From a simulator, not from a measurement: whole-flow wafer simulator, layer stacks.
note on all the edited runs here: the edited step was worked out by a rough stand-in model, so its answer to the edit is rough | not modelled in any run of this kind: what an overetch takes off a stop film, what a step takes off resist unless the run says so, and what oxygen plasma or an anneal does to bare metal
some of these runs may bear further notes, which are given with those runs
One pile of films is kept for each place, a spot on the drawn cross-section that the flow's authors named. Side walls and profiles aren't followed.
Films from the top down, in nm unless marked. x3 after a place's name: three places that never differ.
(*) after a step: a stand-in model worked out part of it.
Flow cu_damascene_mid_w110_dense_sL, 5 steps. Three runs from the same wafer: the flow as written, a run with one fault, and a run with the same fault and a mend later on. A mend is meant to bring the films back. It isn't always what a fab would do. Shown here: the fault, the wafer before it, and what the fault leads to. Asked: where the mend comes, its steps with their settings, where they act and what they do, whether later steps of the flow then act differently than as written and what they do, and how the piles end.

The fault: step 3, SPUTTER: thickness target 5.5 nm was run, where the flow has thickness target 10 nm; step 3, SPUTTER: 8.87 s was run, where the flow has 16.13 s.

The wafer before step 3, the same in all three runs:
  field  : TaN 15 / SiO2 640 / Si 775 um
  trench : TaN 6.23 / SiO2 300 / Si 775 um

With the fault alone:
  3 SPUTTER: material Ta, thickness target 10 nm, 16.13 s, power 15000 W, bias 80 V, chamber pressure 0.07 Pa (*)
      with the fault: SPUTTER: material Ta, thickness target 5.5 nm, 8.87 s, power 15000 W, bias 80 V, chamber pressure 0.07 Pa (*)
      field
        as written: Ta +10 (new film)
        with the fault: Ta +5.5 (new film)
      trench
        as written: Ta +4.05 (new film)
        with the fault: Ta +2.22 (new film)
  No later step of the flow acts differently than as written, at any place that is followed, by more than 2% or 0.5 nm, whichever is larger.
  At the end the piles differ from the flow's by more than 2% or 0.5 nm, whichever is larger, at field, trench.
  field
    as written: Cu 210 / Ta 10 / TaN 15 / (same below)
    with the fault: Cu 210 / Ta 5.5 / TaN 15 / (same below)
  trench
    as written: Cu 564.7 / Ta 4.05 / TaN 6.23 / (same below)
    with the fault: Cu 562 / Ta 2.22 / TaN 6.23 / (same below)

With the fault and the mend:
  The mend comes after step 3.
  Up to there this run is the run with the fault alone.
  3a SPUTTER: material Ta, thickness target 4.5 nm, 7.258 s, power 15000 W, bias 80 V, chamber pressure 0.07 Pa (*) (the flow's step 3 once more, with other settings)
      field
        Ta +4.5
      trench
        Ta +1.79
  No later step of the flow acts differently than as written at any place that is followed.
  At the end the piles differ from the flow's only slightly at the places that both follow, by at most 2% or 0.5 nm, whichever is larger.
